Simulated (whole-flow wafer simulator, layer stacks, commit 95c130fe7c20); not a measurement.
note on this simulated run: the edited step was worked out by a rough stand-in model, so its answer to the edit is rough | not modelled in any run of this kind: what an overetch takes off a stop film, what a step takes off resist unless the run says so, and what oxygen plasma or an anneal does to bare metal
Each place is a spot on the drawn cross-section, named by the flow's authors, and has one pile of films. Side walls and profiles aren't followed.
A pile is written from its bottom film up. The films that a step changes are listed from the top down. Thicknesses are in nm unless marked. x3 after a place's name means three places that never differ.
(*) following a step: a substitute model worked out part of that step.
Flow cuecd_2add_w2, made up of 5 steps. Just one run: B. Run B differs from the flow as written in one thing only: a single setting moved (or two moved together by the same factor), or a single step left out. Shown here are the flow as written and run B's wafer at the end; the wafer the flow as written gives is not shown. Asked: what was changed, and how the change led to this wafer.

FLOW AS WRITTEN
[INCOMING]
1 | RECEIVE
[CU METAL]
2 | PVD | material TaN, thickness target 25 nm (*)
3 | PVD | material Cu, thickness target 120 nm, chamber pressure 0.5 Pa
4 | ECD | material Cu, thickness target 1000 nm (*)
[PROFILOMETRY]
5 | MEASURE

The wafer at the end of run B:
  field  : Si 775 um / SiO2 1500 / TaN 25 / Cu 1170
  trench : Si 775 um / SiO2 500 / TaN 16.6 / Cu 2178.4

What caused this: step 4, ECD: thickness target 1050 nm was run, though the flow has thickness target 1000 nm.

The path from the change to this, step by step:
  4 | ECD | material Cu, thickness target 1000 nm (*)
      field: +1050 Cu (in the flow as written it would be: +1000 Cu)
      trench: +2097.6 Cu (in the flow as written it would be: +2047.6 Cu)
